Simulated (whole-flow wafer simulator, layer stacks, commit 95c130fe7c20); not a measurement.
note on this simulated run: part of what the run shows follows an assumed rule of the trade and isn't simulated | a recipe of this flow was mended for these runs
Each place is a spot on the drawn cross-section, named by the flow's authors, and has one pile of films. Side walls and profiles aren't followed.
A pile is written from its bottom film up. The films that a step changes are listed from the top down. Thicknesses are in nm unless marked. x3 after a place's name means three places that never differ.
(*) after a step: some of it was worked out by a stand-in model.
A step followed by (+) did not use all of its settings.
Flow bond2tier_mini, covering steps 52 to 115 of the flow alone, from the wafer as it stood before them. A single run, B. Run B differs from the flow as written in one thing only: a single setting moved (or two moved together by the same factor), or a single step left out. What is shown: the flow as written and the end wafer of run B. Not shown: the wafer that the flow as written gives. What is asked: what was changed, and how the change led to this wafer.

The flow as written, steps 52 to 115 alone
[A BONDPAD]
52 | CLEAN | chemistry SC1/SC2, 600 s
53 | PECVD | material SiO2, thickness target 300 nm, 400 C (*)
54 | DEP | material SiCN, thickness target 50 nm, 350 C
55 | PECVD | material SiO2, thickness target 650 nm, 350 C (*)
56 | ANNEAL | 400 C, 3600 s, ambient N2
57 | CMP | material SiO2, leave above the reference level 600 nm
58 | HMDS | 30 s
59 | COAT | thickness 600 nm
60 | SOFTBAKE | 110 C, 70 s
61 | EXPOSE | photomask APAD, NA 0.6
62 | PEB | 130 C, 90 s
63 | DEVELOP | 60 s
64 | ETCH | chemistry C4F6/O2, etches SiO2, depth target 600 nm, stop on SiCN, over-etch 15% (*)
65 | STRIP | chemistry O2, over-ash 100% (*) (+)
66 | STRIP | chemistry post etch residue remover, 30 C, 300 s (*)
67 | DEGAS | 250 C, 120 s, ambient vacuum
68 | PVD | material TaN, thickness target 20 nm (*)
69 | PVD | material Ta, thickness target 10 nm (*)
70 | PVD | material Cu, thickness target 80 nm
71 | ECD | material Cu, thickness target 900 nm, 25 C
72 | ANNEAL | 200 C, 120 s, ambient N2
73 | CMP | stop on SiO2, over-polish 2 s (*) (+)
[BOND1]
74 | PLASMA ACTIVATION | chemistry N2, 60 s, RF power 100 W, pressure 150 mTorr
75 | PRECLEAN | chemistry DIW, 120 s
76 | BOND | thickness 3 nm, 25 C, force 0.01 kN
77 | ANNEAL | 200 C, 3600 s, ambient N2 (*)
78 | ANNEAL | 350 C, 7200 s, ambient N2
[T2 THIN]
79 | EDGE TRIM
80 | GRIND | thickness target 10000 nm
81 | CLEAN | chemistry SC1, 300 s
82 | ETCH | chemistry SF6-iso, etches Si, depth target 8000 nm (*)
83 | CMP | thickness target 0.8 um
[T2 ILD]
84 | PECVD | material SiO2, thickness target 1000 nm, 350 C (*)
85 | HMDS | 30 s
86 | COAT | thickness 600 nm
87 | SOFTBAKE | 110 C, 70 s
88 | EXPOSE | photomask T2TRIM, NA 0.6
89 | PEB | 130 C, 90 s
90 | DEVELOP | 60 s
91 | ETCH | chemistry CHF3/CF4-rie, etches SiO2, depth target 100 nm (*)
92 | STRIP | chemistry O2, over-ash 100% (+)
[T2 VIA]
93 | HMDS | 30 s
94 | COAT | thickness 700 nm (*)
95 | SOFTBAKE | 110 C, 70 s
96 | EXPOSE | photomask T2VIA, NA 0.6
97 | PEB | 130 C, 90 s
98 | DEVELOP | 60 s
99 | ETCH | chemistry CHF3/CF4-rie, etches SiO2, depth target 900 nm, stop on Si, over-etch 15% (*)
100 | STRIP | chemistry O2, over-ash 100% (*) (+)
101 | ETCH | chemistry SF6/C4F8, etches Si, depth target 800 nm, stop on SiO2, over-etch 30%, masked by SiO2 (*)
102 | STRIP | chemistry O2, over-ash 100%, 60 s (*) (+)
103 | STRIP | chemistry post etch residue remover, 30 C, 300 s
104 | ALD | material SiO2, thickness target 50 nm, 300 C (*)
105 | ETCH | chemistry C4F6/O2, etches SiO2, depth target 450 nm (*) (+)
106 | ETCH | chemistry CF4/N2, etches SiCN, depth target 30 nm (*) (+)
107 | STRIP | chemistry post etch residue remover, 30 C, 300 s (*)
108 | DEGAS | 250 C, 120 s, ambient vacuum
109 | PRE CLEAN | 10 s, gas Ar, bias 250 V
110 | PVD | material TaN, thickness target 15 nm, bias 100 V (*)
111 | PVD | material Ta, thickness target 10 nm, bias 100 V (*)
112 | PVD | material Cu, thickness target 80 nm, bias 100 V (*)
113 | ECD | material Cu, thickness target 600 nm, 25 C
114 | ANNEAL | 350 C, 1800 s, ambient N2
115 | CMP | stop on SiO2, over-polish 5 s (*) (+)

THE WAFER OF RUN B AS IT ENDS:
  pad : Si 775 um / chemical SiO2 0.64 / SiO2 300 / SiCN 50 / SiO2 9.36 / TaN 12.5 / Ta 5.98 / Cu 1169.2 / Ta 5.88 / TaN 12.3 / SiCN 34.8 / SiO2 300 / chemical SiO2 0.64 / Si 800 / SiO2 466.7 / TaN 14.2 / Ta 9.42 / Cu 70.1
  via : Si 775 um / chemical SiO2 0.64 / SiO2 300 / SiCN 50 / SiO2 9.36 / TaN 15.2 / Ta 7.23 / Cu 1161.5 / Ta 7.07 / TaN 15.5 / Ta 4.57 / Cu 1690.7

Cause: step 64, ETCH: depth target 513.6 nm was run, while the flow as written has depth target 600 nm.

How this came from the change, step by step:
  64 | ETCH | chemistry C4F6/O2, etches SiO2, depth target 600 nm, stop on SiCN, over-etch 15% (*)
      pad, via: -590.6 SiO2 (it would be, as written: -600 SiO2 (all of it), -15.2 SiCN)
      field: -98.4 thick-KrF-resist (it would be, as written: -115 thick-KrF-resist)
  65 | STRIP | chemistry O2, over-ash 100% (*) (+)
      field: -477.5 thick-KrF-resist (all of it) (it would be, as written: -460.9 thick-KrF-resist (all of it))
